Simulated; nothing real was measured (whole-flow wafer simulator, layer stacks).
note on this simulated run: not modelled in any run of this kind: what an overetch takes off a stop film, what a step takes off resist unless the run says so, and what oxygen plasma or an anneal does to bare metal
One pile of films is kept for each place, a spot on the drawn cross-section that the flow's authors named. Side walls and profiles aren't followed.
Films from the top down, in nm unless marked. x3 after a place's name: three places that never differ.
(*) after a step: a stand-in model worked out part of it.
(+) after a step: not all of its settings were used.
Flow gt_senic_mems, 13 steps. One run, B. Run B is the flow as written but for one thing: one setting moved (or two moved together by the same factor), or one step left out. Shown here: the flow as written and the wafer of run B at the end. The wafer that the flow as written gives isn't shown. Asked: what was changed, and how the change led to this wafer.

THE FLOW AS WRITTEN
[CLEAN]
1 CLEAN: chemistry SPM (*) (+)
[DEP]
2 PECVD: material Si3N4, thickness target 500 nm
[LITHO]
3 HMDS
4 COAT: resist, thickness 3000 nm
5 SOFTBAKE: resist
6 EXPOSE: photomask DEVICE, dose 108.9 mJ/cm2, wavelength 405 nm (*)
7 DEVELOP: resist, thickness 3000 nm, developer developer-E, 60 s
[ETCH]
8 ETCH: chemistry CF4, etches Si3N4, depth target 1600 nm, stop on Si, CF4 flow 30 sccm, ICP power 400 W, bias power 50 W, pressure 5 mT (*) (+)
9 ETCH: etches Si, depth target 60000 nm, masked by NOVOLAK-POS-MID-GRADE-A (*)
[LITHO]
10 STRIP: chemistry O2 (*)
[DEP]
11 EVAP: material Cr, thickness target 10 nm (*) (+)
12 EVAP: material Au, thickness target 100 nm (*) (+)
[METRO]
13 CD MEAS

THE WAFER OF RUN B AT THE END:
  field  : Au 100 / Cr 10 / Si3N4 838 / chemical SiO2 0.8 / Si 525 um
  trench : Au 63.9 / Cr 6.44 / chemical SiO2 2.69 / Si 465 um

The cause: step 2, PECVD: thickness target 838 nm was run, where the flow has thickness target 500 nm.
It can be read off the wafer: field has Si3N4 838, and step 2 as written asks for 500 nm.

How the change led to this, step by step:
  2 PECVD: material Si3N4, thickness target 500 nm
      field, trench: Si3N4 +838 (new film) (as written it would be: Si3N4 +500 (new film))
  8 ETCH: chemistry CF4, etches Si3N4, depth target 1600 nm, stop on Si, CF4 flow 30 sccm, ICP power 400 W, bias power 50 W, pressure 5 mT (*) (+)
      field: resist -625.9 (as written it would be: resist -400.5)
      trench: Si3N4 -838 (all of it), chemical SiO2 -0.8 (all of it) (as written it would be: Si3N4 -500 (all of it), chemical SiO2 -0.8 (all of it))
  10 STRIP: chemistry O2 (*)
      field: resist -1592 (all of it) (as written it would be: resist -1817.3 (all of it))
